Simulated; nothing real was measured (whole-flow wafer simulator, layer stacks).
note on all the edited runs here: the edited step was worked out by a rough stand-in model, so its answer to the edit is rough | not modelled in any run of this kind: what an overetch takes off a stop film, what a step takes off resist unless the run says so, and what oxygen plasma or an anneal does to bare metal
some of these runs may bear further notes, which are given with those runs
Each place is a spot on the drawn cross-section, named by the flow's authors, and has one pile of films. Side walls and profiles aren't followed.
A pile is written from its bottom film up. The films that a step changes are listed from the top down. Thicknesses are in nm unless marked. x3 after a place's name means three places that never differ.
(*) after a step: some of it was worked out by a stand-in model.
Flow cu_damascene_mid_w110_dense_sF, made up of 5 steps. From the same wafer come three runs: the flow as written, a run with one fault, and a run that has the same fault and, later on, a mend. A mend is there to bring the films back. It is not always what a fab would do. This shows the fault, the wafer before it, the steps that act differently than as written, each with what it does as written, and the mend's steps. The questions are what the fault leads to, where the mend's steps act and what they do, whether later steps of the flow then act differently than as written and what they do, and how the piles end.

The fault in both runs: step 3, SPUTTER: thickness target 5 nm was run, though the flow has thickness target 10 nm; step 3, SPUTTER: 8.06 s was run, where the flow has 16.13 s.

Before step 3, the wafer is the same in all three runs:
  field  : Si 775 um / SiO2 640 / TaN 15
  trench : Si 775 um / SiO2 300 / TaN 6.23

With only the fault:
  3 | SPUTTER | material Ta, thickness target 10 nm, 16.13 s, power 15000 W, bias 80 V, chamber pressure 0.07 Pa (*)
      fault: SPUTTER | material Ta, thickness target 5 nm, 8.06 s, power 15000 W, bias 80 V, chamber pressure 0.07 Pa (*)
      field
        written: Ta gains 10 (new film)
        fault: Ta gains 5 (new film)
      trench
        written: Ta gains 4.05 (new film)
        fault: Ta gains 2.02 (new film)
  Later steps of the flow that are run all act as written at every place that is followed, up to a difference of at most 2% or 0.5 nm, whichever is larger.
  The piles end different from the flow's at field, trench by more than 2% or 0.5 nm, whichever is larger.
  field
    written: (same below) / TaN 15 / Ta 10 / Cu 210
    fault: (same below) / TaN 15 / Ta 5 / Cu 210
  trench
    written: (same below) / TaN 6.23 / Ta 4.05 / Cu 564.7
    fault: (same below) / TaN 6.23 / Ta 2.02 / Cu 561.7

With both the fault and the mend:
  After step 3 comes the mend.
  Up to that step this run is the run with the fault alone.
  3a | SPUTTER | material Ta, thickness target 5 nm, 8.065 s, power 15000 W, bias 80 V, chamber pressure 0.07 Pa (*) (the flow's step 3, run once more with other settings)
      field
        Ta gains 5
      trench
        Ta gains 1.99
  Later steps of the flow that are run all act as written at every place that is followed, up to a difference of at most 2% or 0.5 nm, whichever is larger.
  The piles end only slightly different from the flow's at the places that both follow, by no more than 2% or 0.5 nm, whichever is larger.
